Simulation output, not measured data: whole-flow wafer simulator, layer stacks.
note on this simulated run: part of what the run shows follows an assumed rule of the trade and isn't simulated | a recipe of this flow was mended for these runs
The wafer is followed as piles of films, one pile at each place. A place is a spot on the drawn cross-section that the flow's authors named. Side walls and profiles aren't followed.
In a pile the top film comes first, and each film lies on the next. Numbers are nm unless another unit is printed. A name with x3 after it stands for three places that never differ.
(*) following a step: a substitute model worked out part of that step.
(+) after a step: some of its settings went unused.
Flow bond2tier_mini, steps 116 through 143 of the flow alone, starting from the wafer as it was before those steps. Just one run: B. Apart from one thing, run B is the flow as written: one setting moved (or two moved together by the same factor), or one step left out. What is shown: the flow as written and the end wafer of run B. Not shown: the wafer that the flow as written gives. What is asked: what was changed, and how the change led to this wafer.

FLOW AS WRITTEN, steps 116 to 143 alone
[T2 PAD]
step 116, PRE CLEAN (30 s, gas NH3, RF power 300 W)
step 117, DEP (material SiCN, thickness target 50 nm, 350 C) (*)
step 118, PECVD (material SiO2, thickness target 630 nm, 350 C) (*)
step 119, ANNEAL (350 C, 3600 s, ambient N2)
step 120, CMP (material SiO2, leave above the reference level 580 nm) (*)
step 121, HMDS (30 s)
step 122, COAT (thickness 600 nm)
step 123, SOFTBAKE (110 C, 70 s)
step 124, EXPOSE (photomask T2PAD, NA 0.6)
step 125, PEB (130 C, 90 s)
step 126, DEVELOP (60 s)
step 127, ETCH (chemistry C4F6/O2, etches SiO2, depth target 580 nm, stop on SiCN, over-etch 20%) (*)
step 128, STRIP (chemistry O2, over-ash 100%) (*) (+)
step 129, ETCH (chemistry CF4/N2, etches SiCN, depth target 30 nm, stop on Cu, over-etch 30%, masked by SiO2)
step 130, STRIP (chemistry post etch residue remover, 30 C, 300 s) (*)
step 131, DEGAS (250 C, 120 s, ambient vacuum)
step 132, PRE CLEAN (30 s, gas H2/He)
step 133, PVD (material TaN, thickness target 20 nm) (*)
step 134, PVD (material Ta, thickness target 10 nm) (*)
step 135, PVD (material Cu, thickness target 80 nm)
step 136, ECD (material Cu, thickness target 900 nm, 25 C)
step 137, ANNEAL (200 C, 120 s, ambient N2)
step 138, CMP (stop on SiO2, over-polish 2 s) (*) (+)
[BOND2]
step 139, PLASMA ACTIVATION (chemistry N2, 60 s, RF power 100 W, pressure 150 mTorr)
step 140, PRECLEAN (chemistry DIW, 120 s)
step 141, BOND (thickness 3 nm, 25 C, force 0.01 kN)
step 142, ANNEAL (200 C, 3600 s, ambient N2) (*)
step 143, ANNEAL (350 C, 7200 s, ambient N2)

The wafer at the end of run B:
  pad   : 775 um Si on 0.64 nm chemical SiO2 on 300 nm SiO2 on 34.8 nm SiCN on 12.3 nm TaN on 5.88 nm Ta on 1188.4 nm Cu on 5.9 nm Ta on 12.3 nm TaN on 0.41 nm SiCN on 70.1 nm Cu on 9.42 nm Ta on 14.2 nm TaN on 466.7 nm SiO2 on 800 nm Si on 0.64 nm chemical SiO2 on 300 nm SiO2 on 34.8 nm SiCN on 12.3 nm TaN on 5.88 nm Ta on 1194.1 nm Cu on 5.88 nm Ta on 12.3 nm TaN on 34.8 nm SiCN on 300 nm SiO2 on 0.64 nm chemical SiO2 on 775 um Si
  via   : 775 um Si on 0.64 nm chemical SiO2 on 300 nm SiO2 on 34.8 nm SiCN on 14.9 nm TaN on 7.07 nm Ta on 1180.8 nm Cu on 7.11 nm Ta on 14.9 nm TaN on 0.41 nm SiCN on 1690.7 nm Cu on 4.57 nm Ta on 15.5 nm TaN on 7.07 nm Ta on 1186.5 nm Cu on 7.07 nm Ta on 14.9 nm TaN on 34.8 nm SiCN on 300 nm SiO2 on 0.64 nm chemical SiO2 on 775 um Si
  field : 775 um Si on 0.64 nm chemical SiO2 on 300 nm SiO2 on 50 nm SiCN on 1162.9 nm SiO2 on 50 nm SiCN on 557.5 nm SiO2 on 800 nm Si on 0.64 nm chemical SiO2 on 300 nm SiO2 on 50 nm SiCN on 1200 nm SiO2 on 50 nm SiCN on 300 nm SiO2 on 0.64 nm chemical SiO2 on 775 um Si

Cause: step 129, ETCH: depth target 23.1 nm was run, though the flow has depth target 30 nm.

Step by step, how the change led to this:
  step 129, ETCH (chemistry CF4/N2, etches SiCN, depth target 30 nm, stop on Cu, over-etch 30%, masked by SiO2)
      pad, via: -30 SiCN (it would be, as written: -30.4 SiCN (all of it), -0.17 Cu)
      field: -20 SiO2 (it would be, as written: -26 SiO2)
  step 130, STRIP (chemistry post etch residue remover, 30 C, 300 s) (*)
      pad, via: nothing (it would be, as written: -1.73 Cu)
With metal films that touch counted as one body, pad has 3 bodies (between them, from the top down: SiCN 0.41; SiO2 466.7 / Si 800 / chemical SiO2 0.64 / SiO2 300 / SiCN 34.8); the flow as written gives 2 bodies (between them, from the top down: SiO2 466.7 / Si 800 / chemical SiO2 0.64 / SiO2 300 / SiCN 34.8).
With metal films that touch counted as one body, via has 2 bodies (between them, from the top down: SiCN 0.41); the flow as written gives 1 body.
